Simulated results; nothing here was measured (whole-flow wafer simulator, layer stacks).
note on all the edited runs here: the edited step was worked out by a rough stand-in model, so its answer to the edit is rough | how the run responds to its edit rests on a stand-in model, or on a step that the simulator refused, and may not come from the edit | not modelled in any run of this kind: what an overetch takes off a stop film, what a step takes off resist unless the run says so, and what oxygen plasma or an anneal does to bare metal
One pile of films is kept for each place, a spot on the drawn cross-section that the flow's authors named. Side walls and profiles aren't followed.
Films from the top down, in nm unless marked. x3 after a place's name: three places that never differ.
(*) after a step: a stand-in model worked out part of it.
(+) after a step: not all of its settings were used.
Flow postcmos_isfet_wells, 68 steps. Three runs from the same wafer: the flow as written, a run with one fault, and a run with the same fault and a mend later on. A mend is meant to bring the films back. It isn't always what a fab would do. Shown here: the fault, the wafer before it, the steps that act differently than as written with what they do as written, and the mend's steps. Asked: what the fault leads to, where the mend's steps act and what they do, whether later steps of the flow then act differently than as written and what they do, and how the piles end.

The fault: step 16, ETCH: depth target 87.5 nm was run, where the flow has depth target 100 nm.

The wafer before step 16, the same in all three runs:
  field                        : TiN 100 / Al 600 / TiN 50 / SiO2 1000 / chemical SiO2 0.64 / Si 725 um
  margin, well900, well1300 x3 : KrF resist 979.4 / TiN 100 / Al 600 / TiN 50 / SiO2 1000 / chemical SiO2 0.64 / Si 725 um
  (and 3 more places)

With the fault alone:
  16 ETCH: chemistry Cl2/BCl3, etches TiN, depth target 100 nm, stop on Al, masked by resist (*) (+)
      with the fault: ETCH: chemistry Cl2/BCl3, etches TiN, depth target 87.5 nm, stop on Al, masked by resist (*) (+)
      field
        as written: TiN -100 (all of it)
        with the fault: TiN -87.5
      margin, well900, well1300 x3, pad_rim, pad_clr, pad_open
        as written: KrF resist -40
        with the fault: KrF resist -35
  Later steps of the flow that act differently than as written (2 more steps differ only slightly, by at most 2% or 0.5 nm, whichever is larger, and aren't shown):
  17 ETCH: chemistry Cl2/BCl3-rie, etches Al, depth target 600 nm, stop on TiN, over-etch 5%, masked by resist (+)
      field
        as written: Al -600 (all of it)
        with the fault: TiN -12.5 (all of it), Al -580
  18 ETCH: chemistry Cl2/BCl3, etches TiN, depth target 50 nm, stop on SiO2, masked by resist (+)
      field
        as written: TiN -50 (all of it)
        with the fault: Al -20 (all of it), TiN -41.6
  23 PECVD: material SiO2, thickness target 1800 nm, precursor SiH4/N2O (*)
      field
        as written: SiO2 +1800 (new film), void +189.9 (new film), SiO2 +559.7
        with the fault: SiO2 +1800 (new film), void +183.9 (new film), SiO2 +557.7 (new film)
  At the end the piles differ from the flow's by more than 2% or 0.5 nm, whichever is larger, at field.
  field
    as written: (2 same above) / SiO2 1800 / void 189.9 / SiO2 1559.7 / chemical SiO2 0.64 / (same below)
    with the fault: (2 same above) / SiO2 1800 / void 183.9 / SiO2 557.7 / TiN 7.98 / SiO2 1000 / chemical SiO2 0.64 / (same below)

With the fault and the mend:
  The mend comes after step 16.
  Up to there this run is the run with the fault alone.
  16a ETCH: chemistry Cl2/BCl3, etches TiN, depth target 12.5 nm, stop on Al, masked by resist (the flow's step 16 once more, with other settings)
      margin, well900, well1300 x3, pad_rim, pad_clr, pad_open
        KrF resist -5
      field
        TiN -12.5 (all of it)
  No later step of the flow acts differently than as written at any place that is followed.
  At the end the piles are the same as the flow's at every place that both follow.
